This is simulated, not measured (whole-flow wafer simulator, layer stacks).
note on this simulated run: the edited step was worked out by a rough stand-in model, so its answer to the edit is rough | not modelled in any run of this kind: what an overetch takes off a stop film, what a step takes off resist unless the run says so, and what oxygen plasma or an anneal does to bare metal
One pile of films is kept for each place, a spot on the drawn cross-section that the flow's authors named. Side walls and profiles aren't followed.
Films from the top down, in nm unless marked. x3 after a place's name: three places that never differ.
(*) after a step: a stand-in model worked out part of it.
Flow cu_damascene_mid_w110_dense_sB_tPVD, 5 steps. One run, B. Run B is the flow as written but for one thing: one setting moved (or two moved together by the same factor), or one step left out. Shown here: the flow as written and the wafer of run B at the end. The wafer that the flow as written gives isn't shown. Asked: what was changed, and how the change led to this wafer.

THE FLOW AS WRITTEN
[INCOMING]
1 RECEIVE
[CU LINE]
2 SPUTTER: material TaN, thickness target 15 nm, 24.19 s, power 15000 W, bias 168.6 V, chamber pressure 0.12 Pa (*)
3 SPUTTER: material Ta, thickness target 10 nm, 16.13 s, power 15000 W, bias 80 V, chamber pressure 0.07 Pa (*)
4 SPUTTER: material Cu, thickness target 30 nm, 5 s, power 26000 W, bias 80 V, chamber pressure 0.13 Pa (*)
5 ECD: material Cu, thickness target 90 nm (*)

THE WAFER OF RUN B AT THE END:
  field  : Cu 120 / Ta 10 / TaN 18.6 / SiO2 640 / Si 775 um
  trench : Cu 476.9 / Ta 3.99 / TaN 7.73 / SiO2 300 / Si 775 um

The cause: step 2, SPUTTER: power 18600 W was run, where the flow has power 15000 W.

How the change led to this, step by step:
  2 SPUTTER: material TaN, thickness target 15 nm, 24.19 s, power 15000 W, bias 168.6 V, chamber pressure 0.12 Pa (*)
      field: TaN +18.6 (new film) (as written it would be: TaN +15 (new film))
      trench: TaN +7.73 (new film) (as written it would be: TaN +6.23 (new film))
